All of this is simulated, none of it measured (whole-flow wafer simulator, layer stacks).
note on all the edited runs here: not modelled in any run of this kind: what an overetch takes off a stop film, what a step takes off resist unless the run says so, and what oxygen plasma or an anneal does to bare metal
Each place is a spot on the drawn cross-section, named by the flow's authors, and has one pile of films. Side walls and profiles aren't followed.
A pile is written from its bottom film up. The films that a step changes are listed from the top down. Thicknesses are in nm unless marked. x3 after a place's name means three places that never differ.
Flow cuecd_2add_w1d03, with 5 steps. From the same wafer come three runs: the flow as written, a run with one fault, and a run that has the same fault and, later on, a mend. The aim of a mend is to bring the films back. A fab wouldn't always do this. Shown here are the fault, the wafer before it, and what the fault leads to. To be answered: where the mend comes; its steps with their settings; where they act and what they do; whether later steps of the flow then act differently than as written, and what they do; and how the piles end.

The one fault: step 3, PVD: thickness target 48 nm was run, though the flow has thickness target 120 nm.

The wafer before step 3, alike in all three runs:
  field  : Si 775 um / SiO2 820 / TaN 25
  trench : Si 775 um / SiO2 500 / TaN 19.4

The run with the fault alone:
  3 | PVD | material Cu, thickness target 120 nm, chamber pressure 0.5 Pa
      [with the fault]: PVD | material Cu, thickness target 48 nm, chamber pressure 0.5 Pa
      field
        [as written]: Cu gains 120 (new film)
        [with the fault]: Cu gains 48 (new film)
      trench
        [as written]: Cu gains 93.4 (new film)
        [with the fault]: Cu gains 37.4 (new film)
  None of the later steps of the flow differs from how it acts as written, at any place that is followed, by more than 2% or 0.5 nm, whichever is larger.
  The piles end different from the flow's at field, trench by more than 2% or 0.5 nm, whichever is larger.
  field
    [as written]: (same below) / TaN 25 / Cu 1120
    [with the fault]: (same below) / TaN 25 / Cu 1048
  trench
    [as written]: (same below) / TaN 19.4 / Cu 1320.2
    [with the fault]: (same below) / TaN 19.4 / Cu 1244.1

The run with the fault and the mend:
  The mend follows step 3.
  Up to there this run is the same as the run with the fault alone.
  3a | PVD | material Cu, thickness target 72 nm, chamber pressure 0.5 Pa (the flow's step 3 again, with other settings)
      field
        Cu gains 72
      trench
        Cu gains 55
  None of the later steps of the flow differs from how it acts as written, at any place that is followed, by more than 2% or 0.5 nm, whichever is larger.
  At every place that both follow, the piles at the end match the flow's.
